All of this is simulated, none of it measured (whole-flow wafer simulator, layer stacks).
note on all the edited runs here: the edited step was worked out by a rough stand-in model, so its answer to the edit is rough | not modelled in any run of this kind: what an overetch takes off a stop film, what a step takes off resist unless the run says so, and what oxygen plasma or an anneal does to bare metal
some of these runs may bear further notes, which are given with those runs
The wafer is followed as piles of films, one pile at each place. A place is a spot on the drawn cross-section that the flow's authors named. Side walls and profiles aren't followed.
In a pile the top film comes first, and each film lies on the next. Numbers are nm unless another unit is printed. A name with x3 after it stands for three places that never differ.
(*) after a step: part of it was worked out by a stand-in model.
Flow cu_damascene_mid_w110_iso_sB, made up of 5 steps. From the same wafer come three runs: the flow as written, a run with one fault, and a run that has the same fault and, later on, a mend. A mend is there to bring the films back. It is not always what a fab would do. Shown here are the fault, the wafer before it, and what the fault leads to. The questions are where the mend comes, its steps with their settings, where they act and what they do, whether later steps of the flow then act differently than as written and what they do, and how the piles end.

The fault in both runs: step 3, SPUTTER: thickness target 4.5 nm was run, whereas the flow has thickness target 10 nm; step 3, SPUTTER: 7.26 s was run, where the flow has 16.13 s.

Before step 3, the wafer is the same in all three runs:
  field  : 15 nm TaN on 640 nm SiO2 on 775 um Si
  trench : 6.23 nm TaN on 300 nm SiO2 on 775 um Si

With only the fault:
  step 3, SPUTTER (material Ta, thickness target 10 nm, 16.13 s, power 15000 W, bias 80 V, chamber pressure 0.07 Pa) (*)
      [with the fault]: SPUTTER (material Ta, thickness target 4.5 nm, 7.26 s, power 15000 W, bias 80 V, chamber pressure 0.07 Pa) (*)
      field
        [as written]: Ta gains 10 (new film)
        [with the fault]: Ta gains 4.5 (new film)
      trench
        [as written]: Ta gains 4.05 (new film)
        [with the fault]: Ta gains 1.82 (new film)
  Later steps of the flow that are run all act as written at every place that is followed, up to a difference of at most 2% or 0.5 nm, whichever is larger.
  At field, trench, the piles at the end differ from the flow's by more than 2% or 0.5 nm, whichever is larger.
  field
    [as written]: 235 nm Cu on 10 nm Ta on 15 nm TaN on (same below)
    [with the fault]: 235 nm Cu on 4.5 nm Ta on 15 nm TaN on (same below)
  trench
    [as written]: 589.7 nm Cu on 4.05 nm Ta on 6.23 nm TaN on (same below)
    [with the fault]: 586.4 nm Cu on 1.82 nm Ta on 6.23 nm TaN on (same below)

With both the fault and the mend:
  The mend follows step 3.
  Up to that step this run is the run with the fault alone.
  step 3a, SPUTTER (material Ta, thickness target 5.5 nm, 8.871 s, power 15000 W, bias 80 V, chamber pressure 0.07 Pa) (*) (the flow's step 3, run once more with other settings)
      field
        Ta gains 5.5
      trench
        Ta gains 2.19
  Later steps of the flow that are run all act as written at every place that is followed.
  At the end the piles are close to the flow's at the places that both follow, differing by at most 2% or 0.5 nm, whichever is larger.
